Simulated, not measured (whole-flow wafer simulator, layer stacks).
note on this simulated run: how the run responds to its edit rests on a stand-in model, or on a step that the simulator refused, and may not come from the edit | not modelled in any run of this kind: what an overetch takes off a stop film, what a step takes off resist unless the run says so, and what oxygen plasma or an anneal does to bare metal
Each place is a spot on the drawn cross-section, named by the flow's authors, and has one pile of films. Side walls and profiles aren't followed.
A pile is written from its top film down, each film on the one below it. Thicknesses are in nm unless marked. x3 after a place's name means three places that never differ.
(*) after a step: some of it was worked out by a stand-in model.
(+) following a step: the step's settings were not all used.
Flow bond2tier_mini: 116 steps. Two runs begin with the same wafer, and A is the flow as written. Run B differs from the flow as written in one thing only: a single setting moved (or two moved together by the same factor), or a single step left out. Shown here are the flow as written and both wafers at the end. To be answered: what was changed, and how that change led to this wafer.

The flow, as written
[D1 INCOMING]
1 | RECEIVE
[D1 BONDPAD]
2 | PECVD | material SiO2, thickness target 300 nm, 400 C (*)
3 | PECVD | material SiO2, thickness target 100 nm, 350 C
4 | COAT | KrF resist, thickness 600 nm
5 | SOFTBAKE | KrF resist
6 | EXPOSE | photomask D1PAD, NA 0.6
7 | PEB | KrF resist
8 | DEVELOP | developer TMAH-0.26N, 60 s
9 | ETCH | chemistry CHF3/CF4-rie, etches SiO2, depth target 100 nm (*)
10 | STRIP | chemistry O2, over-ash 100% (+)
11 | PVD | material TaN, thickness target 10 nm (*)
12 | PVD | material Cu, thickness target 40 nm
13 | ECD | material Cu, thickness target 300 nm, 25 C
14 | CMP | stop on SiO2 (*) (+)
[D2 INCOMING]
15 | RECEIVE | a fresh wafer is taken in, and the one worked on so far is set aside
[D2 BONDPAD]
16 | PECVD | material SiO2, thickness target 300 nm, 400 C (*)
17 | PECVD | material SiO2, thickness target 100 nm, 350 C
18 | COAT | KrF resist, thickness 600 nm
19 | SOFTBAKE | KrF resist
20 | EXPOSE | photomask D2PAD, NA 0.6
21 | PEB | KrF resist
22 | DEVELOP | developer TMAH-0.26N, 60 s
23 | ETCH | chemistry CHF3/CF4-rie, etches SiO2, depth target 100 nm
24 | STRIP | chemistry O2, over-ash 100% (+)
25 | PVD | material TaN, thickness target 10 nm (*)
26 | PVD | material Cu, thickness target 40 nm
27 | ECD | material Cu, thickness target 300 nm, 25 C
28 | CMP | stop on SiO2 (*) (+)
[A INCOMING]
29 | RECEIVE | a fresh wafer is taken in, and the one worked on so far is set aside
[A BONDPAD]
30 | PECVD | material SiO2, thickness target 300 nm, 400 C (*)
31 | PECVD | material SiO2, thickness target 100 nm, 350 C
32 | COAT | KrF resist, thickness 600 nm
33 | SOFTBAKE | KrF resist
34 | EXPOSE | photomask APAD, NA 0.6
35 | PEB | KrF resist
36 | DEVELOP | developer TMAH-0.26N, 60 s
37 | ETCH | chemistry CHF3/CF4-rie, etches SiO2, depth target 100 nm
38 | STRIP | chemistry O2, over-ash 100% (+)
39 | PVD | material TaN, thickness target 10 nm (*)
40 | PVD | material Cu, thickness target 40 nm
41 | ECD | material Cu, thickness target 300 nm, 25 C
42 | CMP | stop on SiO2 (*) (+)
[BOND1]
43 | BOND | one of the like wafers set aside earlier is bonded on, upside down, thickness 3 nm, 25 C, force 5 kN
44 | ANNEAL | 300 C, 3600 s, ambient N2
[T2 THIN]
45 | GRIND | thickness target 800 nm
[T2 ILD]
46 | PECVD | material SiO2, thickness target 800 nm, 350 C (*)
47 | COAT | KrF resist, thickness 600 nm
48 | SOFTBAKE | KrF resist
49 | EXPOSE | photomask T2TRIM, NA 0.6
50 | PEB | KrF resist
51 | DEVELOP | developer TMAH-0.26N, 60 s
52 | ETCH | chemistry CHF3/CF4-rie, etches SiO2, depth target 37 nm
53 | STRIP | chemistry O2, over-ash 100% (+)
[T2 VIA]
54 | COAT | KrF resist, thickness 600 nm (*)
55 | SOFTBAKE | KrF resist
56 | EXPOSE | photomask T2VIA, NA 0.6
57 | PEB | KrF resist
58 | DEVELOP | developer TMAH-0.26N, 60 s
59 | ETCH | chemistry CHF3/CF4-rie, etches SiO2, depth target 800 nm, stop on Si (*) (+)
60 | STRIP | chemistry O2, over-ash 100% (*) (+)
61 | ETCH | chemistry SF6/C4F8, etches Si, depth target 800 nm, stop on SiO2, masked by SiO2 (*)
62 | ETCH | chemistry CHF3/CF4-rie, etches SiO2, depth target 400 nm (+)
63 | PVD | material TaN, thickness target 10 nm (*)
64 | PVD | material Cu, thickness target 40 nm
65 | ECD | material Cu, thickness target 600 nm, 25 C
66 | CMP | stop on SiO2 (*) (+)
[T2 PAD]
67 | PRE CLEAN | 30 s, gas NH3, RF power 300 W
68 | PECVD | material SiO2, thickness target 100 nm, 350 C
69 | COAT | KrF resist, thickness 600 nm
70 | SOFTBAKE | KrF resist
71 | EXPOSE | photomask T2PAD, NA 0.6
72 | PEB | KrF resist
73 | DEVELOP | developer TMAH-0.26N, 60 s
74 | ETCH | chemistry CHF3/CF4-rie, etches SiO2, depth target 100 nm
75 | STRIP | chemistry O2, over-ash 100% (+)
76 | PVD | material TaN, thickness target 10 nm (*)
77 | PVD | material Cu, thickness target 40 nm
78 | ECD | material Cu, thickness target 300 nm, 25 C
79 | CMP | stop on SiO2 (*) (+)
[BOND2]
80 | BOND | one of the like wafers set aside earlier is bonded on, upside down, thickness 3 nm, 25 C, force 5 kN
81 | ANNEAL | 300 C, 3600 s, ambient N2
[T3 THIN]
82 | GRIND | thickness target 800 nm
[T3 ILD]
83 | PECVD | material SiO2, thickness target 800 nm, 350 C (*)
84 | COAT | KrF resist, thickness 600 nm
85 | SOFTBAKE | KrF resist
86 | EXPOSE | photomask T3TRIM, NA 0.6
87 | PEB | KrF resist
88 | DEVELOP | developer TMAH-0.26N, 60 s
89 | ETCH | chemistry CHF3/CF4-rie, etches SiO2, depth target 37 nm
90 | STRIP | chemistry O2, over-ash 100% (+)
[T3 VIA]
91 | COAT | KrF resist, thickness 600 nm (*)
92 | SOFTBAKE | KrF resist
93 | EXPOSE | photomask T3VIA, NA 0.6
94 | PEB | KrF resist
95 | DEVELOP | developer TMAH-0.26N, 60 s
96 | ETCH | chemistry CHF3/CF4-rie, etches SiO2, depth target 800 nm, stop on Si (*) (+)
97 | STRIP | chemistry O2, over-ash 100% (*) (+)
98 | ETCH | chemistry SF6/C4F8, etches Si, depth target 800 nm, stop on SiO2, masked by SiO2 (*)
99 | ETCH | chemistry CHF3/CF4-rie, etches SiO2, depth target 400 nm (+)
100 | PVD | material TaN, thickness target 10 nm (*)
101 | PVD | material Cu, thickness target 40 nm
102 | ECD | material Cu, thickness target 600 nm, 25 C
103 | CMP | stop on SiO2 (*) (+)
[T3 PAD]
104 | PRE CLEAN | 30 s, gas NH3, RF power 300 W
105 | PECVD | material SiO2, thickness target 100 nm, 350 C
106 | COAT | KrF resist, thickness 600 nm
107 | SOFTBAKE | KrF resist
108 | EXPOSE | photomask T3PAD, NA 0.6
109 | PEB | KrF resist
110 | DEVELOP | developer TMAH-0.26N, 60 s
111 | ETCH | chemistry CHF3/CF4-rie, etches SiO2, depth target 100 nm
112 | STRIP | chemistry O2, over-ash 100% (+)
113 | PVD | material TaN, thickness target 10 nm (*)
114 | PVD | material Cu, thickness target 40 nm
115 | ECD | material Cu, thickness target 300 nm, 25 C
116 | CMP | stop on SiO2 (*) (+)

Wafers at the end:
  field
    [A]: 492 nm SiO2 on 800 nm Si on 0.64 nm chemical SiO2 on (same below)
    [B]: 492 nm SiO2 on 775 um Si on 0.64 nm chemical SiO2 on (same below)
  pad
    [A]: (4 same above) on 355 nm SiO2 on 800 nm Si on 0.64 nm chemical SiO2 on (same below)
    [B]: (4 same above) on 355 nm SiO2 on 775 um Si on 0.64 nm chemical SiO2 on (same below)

The reason: step 82, GRIND: thickness target 800 nm, was skipped.

The path from the change to this, step by step:
  (no step that both runs have acts differently)
